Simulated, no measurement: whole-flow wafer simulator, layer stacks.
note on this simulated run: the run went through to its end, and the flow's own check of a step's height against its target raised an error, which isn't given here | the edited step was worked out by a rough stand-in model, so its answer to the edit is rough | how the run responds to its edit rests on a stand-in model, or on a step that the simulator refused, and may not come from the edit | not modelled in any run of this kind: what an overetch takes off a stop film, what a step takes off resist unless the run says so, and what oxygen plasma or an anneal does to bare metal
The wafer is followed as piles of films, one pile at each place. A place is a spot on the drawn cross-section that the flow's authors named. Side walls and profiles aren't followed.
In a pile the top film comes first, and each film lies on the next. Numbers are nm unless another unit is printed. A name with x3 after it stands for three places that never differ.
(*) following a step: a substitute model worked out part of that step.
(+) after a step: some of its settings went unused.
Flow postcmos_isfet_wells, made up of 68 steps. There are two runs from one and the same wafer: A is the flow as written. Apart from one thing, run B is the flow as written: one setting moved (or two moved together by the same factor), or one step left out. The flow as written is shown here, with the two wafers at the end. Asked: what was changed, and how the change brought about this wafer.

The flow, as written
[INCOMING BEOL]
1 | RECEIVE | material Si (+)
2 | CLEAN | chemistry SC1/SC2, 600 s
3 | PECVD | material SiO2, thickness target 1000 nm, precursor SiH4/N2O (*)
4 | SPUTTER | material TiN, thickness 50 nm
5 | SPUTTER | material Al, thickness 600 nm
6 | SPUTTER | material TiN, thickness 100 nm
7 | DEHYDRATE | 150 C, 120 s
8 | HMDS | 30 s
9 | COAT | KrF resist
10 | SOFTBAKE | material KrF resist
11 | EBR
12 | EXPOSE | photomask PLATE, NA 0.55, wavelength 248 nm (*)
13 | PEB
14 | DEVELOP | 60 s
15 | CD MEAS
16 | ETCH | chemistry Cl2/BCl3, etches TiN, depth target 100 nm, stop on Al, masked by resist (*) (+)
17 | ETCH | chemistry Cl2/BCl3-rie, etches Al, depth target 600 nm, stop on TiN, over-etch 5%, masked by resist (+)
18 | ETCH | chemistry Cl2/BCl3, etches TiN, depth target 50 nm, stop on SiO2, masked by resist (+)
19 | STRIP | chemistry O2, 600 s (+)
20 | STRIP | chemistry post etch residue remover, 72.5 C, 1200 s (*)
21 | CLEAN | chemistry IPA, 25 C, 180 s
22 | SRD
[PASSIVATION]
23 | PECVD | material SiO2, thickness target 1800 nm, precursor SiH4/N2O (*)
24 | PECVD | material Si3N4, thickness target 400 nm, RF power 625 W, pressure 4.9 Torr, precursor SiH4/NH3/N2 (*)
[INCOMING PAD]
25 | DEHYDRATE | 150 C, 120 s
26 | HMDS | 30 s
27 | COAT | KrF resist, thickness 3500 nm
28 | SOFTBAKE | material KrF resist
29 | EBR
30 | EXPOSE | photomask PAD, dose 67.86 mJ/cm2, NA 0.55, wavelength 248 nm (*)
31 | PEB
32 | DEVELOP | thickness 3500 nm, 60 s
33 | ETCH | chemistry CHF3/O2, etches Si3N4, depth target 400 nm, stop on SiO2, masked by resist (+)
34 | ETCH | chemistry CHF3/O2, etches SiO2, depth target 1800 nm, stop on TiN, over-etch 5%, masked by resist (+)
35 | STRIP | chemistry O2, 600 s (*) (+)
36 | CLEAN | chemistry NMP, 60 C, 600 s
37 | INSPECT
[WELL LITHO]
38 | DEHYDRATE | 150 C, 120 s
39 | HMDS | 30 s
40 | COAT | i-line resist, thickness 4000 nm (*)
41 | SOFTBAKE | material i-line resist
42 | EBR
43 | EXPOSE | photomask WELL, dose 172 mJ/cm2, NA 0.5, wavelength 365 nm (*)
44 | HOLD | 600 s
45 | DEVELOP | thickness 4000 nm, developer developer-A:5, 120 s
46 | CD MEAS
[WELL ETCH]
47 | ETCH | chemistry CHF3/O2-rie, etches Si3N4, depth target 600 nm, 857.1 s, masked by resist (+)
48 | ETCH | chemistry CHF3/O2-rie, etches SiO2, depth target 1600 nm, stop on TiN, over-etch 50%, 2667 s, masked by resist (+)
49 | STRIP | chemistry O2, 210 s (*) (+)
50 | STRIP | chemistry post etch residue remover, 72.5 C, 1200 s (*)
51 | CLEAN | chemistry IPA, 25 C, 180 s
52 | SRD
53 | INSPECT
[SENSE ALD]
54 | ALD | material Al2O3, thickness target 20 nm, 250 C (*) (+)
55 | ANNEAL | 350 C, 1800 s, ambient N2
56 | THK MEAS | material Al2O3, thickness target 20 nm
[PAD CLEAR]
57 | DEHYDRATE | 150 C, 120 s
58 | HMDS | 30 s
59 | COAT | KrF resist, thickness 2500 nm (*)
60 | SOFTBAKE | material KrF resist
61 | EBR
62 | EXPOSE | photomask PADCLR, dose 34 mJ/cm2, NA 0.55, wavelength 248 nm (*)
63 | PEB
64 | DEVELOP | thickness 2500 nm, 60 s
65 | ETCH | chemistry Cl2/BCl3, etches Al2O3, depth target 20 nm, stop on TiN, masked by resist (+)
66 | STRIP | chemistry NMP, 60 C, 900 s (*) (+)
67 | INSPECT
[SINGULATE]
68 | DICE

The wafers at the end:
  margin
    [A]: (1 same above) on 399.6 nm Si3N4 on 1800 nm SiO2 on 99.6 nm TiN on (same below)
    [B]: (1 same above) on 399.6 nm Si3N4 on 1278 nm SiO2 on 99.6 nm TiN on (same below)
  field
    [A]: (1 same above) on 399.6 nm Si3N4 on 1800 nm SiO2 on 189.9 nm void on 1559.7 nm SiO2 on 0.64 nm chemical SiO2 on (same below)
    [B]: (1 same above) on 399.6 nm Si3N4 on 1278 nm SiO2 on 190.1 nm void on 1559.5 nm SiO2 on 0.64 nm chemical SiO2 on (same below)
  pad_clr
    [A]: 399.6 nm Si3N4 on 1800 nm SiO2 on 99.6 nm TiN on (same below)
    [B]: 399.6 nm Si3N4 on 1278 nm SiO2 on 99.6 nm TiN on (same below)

Cause: step 23, PECVD: thickness target 1278 nm was run, while the flow as written has thickness target 1800 nm.
The wafer itself shows it: margin has SiO2 1278, and step 23 as written asks for 1800 nm.

How this came from the change, step by step:
  23 | PECVD | material SiO2, thickness target 1800 nm, precursor SiH4/N2O (*)
      margin, well900, well1300 x3, pad_rim, pad_clr, pad_open: A +1800 SiO2 (new film) | B +1278 SiO2 (new film)
      field: A +1800 SiO2 (new film), +189.9 void (new film), +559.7 SiO2 | B +1278 SiO2 (new film), +190.1 void (new film), +559.5 SiO2
  34 | ETCH | chemistry CHF3/O2, etches SiO2, depth target 1800 nm, stop on TiN, over-etch 5%, masked by resist (+)
      field, margin, well900, well1300 x3, pad_rim, pad_clr: A -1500 KrF resist | B -1118.2 KrF resist
      pad_open: A -1800 SiO2 (all of it) | B -1278 SiO2 (all of it)
  35 | STRIP | chemistry O2, 600 s (*) (+)
      field, margin, well900, well1300 x3, pad_rim, pad_clr: A -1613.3 KrF resist (all of it) | B -1995.1 KrF resist (all of it)
  40 | COAT | i-line resist, thickness 4000 nm (*)
      pad_clr: A +3256.8 i-line resist (new film) | B +3422.1 i-line resist (new film)
      pad_open: A +4804.7 i-line resist (new film) | B +4616.6 i-line resist (new film)
  41 | SOFTBAKE | material i-line resist
      pad_clr: A -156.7 i-line resist | B -106.8 i-line resist
      pad_open: A +115.3 i-line resist | B +91.2 i-line resist
  48 | ETCH | chemistry CHF3/O2-rie, etches SiO2, depth target 1600 nm, stop on TiN, over-etch 50%, 2667 s, masked by resist (+)
      well900, well1300 x3: A -1600 SiO2 (all of it) | B -1078 SiO2 (all of it)
  49 | STRIP | chemistry O2, 210 s (*) (+)
      pad_clr: A -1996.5 i-line resist (all of it) | B -2211.6 i-line resist (all of it)
      pad_open: A -3816.3 i-line resist (all of it) | B -3604.1 i-line resist (all of it)
  59 | COAT | KrF resist, thickness 2500 nm (*)
      field: A +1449 KrF resist (new film) | B +1698.4 KrF resist (new film)
      margin: A +1448.9 KrF resist (new film) | B +1698.3 KrF resist (new film)
      (as well as at 3 more places)
  60 | SOFTBAKE | material KrF resist
      pad_clr: A -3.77 KrF resist | B -2.96 KrF resist
  63 | PEB
      field, margin: A -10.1 KrF resist | B -11.9 KrF resist
      pad_rim: A -13.9 KrF resist | B -14.8 KrF resist
      (as well as at 2 more places)
  64 | DEVELOP | thickness 2500 nm, 60 s
      pad_clr: A -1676 KrF resist (all of it) | B -1852.7 KrF resist (all of it)
      pad_open: A -3045.1 KrF resist (all of it) | B -2914.3 KrF resist (all of it)
  66 | STRIP | chemistry NMP, 60 C, 900 s (*) (+)
      field, margin: A -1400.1 KrF resist (all of it) | B -1647.7 KrF resist (all of it)
      pad_rim: A -1923.7 KrF resist (all of it) | B -2041.8 KrF resist (all of it)
